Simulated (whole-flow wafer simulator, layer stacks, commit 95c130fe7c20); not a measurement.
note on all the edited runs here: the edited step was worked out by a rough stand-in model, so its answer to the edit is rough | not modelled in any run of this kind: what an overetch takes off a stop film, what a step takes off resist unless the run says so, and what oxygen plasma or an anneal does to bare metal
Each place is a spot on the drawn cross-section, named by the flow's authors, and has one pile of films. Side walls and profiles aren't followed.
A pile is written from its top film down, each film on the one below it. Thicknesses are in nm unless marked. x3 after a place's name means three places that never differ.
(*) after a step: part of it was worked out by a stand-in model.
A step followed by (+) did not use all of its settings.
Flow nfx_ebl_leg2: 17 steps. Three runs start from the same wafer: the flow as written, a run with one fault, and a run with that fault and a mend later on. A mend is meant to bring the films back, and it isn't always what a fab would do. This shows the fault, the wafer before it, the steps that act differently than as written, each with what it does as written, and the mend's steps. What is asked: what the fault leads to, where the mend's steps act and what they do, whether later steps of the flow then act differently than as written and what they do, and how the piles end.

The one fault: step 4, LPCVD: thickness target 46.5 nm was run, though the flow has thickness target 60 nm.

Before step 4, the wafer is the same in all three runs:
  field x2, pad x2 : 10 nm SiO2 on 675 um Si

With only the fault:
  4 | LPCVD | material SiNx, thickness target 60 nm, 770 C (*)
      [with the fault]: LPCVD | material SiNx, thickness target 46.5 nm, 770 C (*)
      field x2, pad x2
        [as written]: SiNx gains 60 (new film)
        [with the fault]: SiNx gains 46.5 (new film)
  Steps further on in the flow that do not act as written:
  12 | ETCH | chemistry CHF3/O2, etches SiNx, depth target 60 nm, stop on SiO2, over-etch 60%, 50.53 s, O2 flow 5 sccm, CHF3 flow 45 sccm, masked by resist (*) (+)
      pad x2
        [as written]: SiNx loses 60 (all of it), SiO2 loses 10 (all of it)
        [with the fault]: SiNx loses 46.5 (all of it), SiO2 loses 10 (all of it)
  The piles end different from the flow's at field x2 by more than 2% or 0.5 nm, whichever is larger.
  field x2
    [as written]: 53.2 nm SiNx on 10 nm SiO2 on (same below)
    [with the fault]: 39.7 nm SiNx on 10 nm SiO2 on (same below)

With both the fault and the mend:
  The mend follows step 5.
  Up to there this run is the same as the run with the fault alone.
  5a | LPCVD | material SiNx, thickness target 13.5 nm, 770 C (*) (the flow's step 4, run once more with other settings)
      field x2, pad x2
        SiNx gains 13.5
  Later steps of the flow that are run all act as written at every place that is followed.
  The piles end the same as the flow's at every place that both follow.
